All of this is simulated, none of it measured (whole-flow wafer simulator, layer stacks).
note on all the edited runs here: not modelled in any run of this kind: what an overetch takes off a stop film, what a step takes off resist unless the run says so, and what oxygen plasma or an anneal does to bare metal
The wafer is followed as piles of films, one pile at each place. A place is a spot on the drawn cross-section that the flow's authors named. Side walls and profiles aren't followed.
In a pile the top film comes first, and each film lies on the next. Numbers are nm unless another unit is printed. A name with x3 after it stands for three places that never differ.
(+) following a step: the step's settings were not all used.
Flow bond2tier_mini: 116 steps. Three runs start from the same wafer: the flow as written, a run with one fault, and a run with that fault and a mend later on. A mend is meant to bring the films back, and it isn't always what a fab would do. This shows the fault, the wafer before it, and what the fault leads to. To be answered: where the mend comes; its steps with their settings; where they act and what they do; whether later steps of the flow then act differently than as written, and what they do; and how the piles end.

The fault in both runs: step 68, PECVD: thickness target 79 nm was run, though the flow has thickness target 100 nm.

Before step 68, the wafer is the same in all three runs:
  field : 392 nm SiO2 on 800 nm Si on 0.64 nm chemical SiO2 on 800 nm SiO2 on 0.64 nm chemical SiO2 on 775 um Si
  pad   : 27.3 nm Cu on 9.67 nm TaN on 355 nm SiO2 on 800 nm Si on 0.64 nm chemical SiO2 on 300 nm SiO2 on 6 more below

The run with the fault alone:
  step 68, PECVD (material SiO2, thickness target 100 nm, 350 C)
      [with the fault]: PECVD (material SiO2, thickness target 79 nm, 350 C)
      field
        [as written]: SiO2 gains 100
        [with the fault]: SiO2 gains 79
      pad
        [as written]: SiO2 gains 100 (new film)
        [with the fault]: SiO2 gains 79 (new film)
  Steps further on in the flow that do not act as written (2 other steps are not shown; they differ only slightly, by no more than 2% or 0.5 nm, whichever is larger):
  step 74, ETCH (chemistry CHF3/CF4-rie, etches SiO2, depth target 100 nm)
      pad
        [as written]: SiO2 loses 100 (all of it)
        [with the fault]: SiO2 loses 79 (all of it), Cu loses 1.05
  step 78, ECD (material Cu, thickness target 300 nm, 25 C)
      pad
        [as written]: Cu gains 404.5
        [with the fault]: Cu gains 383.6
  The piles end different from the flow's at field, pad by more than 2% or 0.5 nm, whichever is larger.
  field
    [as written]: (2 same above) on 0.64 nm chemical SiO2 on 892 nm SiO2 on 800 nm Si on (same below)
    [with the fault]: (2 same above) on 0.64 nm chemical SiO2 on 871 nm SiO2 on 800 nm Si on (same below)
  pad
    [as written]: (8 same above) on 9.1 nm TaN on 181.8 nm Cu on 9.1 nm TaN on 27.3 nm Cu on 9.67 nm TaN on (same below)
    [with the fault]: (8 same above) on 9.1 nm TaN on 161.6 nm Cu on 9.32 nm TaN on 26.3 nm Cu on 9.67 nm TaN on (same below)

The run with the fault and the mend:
  After step 73 comes the mend.
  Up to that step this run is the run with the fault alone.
  step 73a, STRIP (chemistry O2, over-ash 100%) (+)
      field
        KrF resist loses 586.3 (all of it)
  step 73b, PECVD (material SiO2, thickness target 21 nm, 350 C) (the flow's step 68 again, with other settings)
      field, pad
        SiO2 gains 21
  step 73c, COAT (KrF resist, thickness 600 nm) (the flow's step 69 again)
      field, pad
        KrF resist gains 600 (new film)
  step 73d, SOFTBAKE (KrF resist) (the flow's step 70 again)
      leaves every film unchanged at each place that is followed
  step 73e, EXPOSE (photomask T2PAD, NA 0.6) (the flow's step 71 again)
      leaves every film unchanged at each place that is followed
  step 73f, PEB (KrF resist) (the flow's step 72 again)
      leaves every film unchanged at each place that is followed
  step 73g, DEVELOP (developer TMAH-0.26N, 60 s) (the flow's step 73 again)
      field
        KrF resist loses 13.7
      pad
        KrF resist loses 600 (all of it)
  Later steps of the flow that are run all act as written at every place that is followed.
  By the end, the piles equal the flow's at every place that both follow.
